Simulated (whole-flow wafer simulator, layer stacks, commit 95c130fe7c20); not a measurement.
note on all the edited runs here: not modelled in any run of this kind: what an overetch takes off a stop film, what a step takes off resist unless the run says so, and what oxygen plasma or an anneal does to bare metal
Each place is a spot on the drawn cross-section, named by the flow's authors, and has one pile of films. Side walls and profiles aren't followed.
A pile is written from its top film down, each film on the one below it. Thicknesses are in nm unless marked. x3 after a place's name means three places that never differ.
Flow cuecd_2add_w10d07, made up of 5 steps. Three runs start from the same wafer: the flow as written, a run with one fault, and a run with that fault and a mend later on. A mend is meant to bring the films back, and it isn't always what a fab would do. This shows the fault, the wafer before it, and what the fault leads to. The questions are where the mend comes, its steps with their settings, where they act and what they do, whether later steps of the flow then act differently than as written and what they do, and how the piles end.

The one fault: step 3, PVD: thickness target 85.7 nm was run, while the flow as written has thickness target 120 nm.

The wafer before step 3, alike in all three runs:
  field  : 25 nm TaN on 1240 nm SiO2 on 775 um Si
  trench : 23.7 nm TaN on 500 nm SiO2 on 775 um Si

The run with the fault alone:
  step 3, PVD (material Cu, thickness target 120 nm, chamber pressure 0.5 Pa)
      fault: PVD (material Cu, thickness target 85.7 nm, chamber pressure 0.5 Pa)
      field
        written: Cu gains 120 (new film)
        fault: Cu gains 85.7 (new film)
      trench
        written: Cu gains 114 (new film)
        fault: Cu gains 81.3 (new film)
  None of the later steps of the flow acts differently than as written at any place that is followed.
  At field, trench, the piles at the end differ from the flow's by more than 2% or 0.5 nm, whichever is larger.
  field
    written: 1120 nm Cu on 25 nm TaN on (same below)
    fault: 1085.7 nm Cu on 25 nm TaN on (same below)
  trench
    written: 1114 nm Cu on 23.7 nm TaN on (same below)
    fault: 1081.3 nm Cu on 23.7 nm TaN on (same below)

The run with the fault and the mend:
  After step 3 comes the mend.
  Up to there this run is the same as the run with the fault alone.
  step 3a, ETCH (chemistry cu recess dil, depth target 98.51 nm)
      field
        Cu loses 85.7 (all of it)
      trench
        Cu loses 81.3 (all of it)
  step 3b, PVD (material Cu, thickness target 120 nm, chamber pressure 0.5 Pa) (the flow's step 3, run once more)
      field
        Cu gains 120 (new film)
      trench
        Cu gains 114 (new film)
  None of the later steps of the flow acts differently than as written at any place that is followed.
  The piles end the same as the flow's at every place that both follow.
